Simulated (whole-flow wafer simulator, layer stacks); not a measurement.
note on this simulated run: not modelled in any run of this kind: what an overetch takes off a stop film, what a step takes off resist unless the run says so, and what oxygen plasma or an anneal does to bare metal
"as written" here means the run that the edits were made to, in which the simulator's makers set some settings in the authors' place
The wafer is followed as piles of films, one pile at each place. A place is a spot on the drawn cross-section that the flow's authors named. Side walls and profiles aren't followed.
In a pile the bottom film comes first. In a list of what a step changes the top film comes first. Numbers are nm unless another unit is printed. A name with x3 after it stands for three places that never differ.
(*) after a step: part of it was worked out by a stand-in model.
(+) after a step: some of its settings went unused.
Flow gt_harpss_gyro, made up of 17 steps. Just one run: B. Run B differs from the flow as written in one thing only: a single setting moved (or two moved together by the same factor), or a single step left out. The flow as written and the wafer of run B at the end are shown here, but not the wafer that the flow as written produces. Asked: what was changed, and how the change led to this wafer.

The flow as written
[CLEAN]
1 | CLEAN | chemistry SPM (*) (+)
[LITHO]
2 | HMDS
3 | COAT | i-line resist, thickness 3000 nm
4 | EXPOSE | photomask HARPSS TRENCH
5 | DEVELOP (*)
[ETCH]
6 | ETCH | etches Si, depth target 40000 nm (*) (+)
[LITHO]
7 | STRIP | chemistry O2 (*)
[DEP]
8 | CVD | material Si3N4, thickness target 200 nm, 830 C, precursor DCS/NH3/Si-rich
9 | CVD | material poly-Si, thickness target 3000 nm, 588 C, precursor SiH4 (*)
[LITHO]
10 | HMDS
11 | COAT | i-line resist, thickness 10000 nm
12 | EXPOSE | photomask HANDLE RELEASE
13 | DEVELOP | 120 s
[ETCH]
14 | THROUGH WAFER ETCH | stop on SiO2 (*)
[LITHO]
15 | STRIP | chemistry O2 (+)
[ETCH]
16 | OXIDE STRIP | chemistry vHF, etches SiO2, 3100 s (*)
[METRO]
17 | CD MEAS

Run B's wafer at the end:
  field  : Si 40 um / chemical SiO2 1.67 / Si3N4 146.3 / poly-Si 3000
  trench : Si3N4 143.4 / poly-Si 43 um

The reason: step 8, CVD: thickness target 146.3 nm was run, whereas the flow has thickness target 200 nm.
One can read it off the wafer: field has Si3N4 146.3, and step 8 as written asks for 200 nm.

The path from the change to this, step by step:
  8 | CVD | material Si3N4, thickness target 200 nm, 830 C, precursor DCS/NH3/Si-rich
      field: +146.3 Si3N4 (new film) (in the flow as written it would be: +200 Si3N4 (new film))
      trench: +143.4 Si3N4 (new film) (in the flow as written it would be: +195.9 Si3N4 (new film))
  9 | CVD | material poly-Si, thickness target 3000 nm, 588 C, precursor SiH4 (*)
      trench: +43 um poly-Si (new film) (in the flow as written it would be: +43.01 um poly-Si (new film))
